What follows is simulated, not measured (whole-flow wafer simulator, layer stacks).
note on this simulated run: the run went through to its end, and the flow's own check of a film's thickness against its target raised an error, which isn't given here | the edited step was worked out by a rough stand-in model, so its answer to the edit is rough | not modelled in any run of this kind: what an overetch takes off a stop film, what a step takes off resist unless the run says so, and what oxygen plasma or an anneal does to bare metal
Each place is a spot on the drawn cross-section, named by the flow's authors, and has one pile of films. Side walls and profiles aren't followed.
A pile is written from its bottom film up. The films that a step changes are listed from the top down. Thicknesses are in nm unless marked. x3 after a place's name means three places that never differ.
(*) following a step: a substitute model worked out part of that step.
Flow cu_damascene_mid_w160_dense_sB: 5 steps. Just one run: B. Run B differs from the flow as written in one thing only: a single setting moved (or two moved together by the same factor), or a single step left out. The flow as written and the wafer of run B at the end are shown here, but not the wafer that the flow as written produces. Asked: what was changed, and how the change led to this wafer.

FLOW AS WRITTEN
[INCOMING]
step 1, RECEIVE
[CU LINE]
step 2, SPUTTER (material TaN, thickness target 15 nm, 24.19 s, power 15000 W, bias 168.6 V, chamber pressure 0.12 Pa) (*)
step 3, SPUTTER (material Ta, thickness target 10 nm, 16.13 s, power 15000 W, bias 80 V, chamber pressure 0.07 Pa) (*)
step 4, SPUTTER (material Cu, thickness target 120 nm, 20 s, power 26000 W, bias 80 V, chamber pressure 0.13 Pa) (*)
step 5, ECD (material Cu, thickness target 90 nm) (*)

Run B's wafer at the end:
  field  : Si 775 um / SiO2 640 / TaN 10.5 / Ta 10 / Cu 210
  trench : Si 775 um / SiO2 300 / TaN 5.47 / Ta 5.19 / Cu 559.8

The reason: step 2, SPUTTER: thickness target 10.5 nm was run, though the flow has thickness target 15 nm.
The wafer itself shows it: field has TaN 10.5, and step 2 as written asks for 15 nm.

Step by step, how the change led to this:
  step 2, SPUTTER (material TaN, thickness target 15 nm, 24.19 s, power 15000 W, bias 168.6 V, chamber pressure 0.12 Pa) (*)
      field: TaN gains 10.5 (new film) (in the flow as written it would be: TaN gains 15 (new film))
      trench: TaN gains 5.47 (new film) (in the flow as written it would be: TaN gains 7.82 (new film))
